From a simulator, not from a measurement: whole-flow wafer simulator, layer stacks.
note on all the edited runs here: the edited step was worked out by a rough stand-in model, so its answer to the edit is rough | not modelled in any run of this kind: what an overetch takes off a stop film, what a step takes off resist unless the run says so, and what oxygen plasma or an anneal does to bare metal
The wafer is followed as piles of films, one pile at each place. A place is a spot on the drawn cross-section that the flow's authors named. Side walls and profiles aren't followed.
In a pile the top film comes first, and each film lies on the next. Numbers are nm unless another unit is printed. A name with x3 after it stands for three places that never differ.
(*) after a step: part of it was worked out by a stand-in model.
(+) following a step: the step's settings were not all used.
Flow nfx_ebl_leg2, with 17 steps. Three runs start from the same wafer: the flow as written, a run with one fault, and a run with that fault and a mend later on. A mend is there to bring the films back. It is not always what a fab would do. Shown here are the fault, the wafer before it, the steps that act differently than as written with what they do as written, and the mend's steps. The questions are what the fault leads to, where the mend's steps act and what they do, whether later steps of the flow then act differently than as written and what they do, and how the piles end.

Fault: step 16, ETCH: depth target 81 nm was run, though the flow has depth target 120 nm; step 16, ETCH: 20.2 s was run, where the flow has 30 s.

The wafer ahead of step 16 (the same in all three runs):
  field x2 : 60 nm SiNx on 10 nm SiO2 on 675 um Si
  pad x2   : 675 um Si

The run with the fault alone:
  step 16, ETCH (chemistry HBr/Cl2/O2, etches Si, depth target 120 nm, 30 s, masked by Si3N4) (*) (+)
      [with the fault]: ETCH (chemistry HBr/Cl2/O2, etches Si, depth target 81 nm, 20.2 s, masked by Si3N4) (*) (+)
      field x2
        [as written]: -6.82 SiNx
        [with the fault]: -4.59 SiNx
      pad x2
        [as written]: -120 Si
        [with the fault]: -81 Si
  Later steps of the flow that are run all act as written at every place that is followed.
  At field x2, the piles at the end differ from the flow's by more than 2% or 0.5 nm, whichever is larger.
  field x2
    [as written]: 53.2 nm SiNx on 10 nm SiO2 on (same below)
    [with the fault]: 55.4 nm SiNx on 10 nm SiO2 on (same below)

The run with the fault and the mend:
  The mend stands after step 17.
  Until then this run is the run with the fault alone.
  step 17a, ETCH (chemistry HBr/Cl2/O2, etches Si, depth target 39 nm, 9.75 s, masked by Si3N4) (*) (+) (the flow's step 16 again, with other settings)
      field x2
        -2.22 SiNx
      pad x2
        -39 Si
  Later steps of the flow that are run all act as written at every place that is followed.
  The piles end the same as the flow's at every place that both follow.
